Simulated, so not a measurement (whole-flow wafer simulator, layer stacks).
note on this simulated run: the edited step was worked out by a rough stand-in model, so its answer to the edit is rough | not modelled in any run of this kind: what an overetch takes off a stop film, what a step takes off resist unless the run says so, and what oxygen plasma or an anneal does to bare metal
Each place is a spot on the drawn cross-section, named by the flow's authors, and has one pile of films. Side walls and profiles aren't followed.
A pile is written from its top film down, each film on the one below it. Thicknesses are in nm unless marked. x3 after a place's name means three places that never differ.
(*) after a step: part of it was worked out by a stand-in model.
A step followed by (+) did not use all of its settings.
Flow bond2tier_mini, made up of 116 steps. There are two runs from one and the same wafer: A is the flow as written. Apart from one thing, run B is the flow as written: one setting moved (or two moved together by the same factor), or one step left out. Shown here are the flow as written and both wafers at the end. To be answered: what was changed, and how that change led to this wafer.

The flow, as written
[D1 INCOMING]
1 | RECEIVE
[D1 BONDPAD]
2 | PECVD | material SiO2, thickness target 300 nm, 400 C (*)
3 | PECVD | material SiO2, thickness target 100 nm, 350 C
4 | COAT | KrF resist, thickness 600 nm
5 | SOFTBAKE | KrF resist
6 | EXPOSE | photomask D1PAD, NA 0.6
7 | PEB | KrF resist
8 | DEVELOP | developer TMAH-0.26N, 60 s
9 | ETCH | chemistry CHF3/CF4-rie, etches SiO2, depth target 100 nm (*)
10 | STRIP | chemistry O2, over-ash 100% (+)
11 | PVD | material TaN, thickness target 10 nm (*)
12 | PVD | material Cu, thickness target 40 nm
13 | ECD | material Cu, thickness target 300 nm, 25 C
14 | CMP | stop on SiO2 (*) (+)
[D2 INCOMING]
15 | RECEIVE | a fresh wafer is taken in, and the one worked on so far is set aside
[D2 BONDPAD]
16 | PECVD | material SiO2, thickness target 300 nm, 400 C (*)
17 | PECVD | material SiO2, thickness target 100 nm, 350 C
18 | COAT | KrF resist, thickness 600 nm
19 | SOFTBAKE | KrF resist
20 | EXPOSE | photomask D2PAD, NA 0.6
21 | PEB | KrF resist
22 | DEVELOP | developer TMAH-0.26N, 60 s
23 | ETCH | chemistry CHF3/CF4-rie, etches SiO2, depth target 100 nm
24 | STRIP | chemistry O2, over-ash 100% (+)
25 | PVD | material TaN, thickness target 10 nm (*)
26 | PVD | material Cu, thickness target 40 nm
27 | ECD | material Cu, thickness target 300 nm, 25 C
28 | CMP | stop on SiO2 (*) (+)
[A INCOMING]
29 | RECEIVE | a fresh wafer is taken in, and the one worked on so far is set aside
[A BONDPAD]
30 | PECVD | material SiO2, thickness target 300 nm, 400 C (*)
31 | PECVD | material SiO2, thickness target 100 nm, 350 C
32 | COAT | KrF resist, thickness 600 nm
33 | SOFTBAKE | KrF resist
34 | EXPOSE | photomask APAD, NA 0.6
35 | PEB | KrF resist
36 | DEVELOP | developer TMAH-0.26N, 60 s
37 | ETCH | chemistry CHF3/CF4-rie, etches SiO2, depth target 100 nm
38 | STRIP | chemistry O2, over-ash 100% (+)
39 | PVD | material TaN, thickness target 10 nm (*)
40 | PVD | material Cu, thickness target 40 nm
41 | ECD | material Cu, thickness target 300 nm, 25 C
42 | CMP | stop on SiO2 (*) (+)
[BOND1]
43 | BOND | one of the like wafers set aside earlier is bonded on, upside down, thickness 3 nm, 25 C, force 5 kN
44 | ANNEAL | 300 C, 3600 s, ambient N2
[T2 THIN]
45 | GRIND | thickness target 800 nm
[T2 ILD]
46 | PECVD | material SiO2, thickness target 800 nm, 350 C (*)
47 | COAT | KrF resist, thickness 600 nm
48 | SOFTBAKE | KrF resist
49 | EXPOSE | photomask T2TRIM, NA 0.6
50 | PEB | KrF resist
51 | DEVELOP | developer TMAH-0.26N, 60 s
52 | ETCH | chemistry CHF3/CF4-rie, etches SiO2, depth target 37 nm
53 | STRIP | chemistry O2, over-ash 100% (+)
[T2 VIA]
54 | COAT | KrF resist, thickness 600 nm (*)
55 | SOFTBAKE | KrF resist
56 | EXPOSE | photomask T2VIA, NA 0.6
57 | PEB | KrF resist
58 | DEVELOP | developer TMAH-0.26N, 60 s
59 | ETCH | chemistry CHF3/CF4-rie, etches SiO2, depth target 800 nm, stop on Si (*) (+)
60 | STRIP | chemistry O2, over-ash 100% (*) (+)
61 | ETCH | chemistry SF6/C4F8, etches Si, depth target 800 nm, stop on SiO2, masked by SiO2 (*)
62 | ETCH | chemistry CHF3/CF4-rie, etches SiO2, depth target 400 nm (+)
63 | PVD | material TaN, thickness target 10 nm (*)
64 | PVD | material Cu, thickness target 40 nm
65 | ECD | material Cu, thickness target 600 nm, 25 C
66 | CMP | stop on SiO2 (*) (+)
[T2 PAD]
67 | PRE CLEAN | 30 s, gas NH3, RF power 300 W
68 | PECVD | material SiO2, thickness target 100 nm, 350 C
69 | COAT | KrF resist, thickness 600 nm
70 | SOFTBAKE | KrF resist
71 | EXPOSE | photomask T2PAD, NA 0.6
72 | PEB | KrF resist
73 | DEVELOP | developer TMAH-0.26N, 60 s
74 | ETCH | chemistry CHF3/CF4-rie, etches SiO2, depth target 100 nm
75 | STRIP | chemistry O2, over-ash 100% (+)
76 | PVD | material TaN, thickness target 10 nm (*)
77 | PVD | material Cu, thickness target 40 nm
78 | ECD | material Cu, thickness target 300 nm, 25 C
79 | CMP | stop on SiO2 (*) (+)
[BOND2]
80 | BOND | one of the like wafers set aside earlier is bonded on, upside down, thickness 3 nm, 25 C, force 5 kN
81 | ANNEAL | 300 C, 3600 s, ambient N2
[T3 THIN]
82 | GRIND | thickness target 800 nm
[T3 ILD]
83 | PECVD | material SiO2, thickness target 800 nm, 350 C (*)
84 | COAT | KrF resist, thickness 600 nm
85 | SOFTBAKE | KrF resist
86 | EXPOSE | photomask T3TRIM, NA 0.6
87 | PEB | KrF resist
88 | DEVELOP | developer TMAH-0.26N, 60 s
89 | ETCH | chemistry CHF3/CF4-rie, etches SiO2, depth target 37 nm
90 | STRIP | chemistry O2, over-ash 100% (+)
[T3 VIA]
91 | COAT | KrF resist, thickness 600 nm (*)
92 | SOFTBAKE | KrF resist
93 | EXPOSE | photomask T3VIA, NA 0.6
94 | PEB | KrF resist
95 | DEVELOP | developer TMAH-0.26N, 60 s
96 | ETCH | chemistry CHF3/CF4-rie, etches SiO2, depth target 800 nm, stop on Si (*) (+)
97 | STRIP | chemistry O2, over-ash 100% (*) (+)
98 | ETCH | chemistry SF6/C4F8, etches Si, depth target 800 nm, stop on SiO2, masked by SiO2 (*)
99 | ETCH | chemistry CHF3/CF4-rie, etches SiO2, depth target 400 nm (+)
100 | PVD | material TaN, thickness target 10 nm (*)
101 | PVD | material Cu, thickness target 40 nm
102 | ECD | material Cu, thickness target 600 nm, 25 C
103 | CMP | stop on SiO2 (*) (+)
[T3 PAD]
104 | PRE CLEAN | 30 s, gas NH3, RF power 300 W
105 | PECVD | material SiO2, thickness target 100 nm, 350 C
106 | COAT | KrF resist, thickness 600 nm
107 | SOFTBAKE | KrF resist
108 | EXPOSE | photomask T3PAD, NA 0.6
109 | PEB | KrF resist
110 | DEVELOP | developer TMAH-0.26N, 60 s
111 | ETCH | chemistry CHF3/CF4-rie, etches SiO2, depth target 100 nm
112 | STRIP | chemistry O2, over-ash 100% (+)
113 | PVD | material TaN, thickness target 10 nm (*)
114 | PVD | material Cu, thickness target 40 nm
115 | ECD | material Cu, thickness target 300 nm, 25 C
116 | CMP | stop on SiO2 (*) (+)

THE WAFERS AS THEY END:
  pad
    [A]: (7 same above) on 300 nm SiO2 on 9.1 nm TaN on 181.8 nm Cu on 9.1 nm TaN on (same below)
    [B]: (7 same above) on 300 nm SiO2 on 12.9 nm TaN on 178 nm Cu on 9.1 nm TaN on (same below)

What caused this: step 25, PVD: thickness target 14.2 nm was run, though the flow has thickness target 10 nm.

Step by step, how the change led to this:
  25 | PVD | material TaN, thickness target 10 nm (*)
      field: A TaN gains 10 (new film) | B TaN gains 14.2 (new film)
      pad: A TaN gains 9.1 (new film) | B TaN gains 12.9 (new film)
      (as well as at 1 more place)
  28 | CMP | stop on SiO2 (*) (+)
      field: A Cu loses 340 (all of it), TaN loses 10 (all of it) | B Cu loses 340 (all of it), TaN loses 14.2 (all of it)
  80 | BOND | one of the like wafers set aside earlier is bonded on, upside down, thickness 3 nm, 25 C, force 5 kN
      pad: A Si gains 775 um (new film), chemical SiO2 gains 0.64 (new film), SiO2 gains 300 (new film), TaN gains 9.1 (new film), Cu gains 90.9 | B Si gains 775 um (new film), chemical SiO2 gains 0.64 (new film), SiO2 gains 300 (new film), TaN gains 12.9 (new film), Cu gains 87.1
